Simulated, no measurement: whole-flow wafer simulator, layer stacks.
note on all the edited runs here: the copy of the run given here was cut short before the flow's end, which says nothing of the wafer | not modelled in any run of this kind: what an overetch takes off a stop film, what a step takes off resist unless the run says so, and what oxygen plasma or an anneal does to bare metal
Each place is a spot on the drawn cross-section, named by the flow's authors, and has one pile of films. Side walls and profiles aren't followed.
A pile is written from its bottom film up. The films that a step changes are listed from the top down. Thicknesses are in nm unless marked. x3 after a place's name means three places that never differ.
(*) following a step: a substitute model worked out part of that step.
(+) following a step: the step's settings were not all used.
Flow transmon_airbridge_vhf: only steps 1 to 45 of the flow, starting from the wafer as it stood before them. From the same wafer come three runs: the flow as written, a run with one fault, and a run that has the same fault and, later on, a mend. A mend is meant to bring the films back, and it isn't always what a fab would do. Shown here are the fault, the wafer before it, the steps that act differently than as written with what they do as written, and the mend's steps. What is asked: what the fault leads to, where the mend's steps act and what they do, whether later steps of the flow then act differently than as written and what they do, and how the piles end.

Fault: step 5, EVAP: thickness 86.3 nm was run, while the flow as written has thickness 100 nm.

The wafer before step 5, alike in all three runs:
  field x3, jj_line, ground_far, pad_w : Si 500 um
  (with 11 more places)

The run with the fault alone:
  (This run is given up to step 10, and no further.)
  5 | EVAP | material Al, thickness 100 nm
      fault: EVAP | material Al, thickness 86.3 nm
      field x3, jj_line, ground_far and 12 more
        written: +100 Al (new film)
        fault: +86.3 Al (new film)
  Every later step of the flow up to step 10 that is run acts as written at every place that is followed.
  After step 10, at field x3, jj_line, ground_far and 12 more, the piles differ from the flow's by more than 2% or 0.5 nm, whichever is larger.
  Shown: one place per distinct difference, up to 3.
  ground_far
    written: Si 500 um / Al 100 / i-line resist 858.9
    fault: Si 500 um / Al 86.3 / i-line resist 858.9
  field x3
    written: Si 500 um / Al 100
    fault: Si 500 um / Al 86.3

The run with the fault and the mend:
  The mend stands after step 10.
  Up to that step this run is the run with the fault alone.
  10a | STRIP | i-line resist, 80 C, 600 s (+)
      ground_far, pad_w, flank_w and 8 more
        -858.9 i-line resist (all of it)
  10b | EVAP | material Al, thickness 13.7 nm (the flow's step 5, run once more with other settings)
      field x3, jj_line, ground_far and 12 more
        +13.7 Al
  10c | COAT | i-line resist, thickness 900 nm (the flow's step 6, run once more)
      field x3, jj_line, ground_far and 12 more
        +900 i-line resist (new film)
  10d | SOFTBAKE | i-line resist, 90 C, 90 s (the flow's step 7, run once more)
      does not change any film at any place that is followed
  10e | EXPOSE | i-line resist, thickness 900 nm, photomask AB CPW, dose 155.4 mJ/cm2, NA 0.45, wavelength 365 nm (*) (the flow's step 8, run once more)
      does not change any film at any place that is followed
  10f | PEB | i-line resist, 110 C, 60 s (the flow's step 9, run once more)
      field x3, jj_line, ground_far and 12 more
        -41 i-line resist
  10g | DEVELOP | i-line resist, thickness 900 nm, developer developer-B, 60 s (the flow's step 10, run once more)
      ground_far, pad_w, flank_w and 8 more
        -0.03 i-line resist
      field x3, jj_line, gap_w, gap_e
        -859 i-line resist (all of it)
  Every later step of the flow that is run acts as written at every place that is followed.
  By the end, the piles equal the flow's at every place that both follow.
